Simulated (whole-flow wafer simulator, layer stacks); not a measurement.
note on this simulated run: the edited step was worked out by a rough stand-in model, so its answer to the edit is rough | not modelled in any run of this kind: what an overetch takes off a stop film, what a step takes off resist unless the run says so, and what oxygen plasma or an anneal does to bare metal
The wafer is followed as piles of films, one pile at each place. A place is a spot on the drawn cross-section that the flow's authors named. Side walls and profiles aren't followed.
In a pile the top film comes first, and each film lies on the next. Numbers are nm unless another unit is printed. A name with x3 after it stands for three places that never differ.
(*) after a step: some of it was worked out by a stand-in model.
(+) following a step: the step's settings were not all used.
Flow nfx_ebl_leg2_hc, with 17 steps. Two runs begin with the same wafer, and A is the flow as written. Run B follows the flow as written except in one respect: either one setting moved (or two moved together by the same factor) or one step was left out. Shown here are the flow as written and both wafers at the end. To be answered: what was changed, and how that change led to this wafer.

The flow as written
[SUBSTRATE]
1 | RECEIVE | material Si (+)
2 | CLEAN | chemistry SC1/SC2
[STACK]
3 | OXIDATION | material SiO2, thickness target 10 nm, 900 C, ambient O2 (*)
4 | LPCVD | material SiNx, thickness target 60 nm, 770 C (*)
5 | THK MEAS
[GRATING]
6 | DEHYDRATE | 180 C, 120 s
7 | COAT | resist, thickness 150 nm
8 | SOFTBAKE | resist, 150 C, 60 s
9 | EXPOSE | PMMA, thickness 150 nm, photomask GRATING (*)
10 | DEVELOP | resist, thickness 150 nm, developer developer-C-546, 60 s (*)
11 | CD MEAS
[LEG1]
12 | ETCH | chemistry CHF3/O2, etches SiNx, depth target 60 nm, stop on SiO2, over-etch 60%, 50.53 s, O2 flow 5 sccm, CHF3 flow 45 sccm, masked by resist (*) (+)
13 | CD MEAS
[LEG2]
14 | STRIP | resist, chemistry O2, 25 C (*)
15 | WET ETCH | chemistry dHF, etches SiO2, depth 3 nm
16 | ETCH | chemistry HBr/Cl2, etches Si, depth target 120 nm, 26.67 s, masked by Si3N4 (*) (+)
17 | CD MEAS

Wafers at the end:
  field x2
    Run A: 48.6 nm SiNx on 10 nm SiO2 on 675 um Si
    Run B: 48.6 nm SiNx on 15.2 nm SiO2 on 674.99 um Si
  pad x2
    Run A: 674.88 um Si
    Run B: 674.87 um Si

What caused this: step 3, OXIDATION: thickness target 15.2 nm was run, though the flow has thickness target 10 nm.
The wafer itself shows it: field x2 has SiO2 15.2, and step 3 as written asks for 10 nm.

The path from the change to this, step by step:
  3 | OXIDATION | material SiO2, thickness target 10 nm, 900 C, ambient O2 (*)
      field x2, pad x2: A +10 SiO2 (new film), -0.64 chemical SiO2 (all of it), -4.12 Si | B +15.2 SiO2 (new film), -0.64 chemical SiO2 (all of it), -6.4 Si
  12 | ETCH | chemistry CHF3/O2, etches SiNx, depth target 60 nm, stop on SiO2, over-etch 60%, 50.53 s, O2 flow 5 sccm, CHF3 flow 45 sccm, masked by resist (*) (+)
      pad x2: A -60 SiNx (all of it), -10 SiO2 (all of it) | B -60 SiNx (all of it), -15.2 SiO2 (all of it)
